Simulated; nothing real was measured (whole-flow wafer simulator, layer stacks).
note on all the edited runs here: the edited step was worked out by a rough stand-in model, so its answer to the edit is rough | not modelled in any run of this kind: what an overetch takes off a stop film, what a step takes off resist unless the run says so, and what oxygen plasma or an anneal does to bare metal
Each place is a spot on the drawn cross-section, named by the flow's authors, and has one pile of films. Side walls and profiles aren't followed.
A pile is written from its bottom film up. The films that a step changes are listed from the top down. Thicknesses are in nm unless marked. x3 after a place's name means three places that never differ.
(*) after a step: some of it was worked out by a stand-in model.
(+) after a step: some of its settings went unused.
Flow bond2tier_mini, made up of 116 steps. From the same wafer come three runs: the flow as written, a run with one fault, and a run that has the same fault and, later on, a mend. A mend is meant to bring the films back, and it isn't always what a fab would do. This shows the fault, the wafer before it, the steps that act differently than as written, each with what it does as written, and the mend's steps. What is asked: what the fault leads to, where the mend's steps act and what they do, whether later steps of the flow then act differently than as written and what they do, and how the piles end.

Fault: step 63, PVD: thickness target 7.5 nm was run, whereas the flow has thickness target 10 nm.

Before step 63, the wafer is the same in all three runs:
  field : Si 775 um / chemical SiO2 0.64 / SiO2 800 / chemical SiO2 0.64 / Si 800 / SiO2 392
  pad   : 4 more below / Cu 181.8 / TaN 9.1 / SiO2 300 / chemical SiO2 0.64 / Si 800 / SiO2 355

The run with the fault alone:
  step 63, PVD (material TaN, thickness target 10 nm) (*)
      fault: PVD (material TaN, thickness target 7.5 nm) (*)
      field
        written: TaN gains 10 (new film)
        fault: TaN gains 7.5 (new film)
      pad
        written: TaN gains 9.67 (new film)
        fault: TaN gains 7.25 (new film)
  Steps later in the flow that act otherwise than as written (1 more step, not shown, differs only slightly: by at most 2% or 0.5 nm, whichever is larger):
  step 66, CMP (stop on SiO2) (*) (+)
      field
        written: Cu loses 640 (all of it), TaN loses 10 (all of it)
        fault: Cu loses 640 (all of it), TaN loses 7.5 (all of it)
  At pad, the piles at the end differ from the flow's by more than 2% or 0.5 nm, whichever is larger.
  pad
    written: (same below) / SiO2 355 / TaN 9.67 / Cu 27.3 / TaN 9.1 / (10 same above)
    fault: (same below) / SiO2 355 / TaN 7.25 / Cu 29.8 / TaN 9.1 / (10 same above)

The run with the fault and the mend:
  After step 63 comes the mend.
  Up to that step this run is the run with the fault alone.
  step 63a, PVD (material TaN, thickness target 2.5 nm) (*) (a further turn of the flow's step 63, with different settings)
      field
        TaN gains 2.5
      pad
        TaN gains 2.42
  Every later step of the flow that is run acts as written at every place that is followed.
  At every place that both follow, the piles at the end match the flow's.
